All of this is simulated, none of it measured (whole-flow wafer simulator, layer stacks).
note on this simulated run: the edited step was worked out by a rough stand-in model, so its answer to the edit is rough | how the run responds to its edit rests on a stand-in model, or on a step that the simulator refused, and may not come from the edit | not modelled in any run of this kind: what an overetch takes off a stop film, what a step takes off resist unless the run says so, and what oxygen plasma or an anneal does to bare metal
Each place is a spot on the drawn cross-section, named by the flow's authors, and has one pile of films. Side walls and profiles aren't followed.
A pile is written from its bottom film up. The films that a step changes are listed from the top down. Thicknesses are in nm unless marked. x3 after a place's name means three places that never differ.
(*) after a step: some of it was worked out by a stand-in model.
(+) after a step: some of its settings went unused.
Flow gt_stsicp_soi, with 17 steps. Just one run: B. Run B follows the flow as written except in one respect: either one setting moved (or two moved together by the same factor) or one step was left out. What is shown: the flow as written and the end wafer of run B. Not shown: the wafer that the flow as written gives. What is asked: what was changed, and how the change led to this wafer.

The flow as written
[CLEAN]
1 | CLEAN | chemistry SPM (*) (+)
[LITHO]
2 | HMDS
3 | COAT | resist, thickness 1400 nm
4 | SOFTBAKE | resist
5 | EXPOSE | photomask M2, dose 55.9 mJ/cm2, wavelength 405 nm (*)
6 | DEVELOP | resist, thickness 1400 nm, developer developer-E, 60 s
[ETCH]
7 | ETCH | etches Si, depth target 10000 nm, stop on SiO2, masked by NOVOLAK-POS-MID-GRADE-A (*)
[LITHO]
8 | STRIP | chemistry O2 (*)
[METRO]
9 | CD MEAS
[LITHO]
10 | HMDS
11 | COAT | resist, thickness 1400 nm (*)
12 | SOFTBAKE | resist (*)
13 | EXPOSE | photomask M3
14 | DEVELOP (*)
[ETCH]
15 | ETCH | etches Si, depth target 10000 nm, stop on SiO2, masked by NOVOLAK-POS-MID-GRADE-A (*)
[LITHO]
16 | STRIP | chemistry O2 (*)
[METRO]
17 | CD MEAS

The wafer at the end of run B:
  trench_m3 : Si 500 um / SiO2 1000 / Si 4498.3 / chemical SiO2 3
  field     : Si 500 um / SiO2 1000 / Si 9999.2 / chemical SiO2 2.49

The reason: step 15, ETCH: depth target 5500 nm was run, though the flow has depth target 10000 nm.

Step by step, how the change led to this:
  15 | ETCH | etches Si, depth target 10000 nm, stop on SiO2, masked by NOVOLAK-POS-MID-GRADE-A (*)
      trench_m3: -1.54 chemical SiO2 (all of it), -5500 Si (in the flow as written it would be: -1.54 chemical SiO2 (all of it), -9999.6 Si (all of it))
      field, trench_m2: -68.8 resist (in the flow as written it would be: -125 resist)
  16 | STRIP | chemistry O2 (*)
      trench_m3: +3 chemical SiO2 (new film), -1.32 Si (in the flow as written it would be: nothing)
      field: -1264 resist (all of it), +0.94 chemical SiO2, -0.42 Si (in the flow as written it would be: -1207.8 resist (all of it), +0.94 chemical SiO2, -0.41 Si)
